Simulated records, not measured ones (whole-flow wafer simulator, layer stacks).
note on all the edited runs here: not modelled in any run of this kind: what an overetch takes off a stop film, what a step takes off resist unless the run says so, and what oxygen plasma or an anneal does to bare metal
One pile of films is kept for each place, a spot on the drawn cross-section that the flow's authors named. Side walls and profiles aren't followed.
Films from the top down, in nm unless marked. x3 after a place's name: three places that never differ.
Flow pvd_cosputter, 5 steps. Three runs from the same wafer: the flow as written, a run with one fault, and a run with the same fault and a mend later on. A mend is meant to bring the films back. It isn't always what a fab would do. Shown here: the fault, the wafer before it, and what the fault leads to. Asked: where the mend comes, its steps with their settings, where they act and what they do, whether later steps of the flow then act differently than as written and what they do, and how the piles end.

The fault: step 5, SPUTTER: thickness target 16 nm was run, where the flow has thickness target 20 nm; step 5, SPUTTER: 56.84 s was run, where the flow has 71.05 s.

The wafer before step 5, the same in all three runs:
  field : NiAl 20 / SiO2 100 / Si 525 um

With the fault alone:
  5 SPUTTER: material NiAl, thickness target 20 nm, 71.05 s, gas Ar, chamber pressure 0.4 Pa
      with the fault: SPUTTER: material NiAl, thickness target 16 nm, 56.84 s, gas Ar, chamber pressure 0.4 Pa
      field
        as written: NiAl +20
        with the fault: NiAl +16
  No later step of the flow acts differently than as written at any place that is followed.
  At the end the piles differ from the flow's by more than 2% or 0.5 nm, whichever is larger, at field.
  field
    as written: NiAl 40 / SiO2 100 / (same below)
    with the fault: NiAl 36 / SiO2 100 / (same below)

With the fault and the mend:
  The mend comes after step 5.
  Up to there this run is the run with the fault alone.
  5a SPUTTER: material NiAl, thickness target 4 nm, 14.21 s, gas Ar, chamber pressure 0.4 Pa (the flow's step 5 once more, with other settings)
      field
        NiAl +4
  No later step of the flow acts differently than as written at any place that is followed.
  At the end the piles are the same as the flow's at every place that both follow.
